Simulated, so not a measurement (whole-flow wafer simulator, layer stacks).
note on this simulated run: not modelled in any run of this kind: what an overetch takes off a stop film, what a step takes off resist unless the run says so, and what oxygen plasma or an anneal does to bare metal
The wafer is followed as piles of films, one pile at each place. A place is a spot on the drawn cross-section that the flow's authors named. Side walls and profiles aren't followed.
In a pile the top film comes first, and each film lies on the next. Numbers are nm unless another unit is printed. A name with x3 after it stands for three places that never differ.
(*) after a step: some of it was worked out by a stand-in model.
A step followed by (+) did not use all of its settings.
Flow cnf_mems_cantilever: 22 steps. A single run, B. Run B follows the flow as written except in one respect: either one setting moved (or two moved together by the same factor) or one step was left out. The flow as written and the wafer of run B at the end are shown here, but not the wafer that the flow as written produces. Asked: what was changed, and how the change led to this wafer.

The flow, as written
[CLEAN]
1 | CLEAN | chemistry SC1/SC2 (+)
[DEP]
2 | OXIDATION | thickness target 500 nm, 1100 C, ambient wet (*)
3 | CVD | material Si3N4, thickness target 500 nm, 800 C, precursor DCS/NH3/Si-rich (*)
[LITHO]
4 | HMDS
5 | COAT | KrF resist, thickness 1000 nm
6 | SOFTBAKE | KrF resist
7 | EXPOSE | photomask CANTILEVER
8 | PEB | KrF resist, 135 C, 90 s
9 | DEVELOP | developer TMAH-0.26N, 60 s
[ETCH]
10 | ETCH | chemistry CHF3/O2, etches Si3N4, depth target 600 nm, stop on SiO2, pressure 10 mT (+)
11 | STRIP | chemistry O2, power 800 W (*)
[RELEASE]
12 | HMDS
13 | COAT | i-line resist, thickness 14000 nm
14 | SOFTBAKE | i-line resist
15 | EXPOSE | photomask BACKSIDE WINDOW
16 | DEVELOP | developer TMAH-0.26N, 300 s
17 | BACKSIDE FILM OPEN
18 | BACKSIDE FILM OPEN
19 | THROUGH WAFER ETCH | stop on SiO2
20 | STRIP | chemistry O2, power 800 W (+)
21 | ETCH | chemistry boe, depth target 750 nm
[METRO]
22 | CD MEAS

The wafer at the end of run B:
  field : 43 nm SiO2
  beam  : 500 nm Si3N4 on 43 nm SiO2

Cause: step 21, ETCH: depth target 457 nm was run, while the flow as written has depth target 750 nm.

The path from the change to this, step by step:
  21 | ETCH | chemistry boe, depth target 750 nm
      field: SiO2 loses 457 (as written it would have been: SiO2 loses 500 (all of it))
      beam: under 1 film: SiO2 loses 457 (as written it would have been: under 1 film: SiO2 loses 500 (all of it))
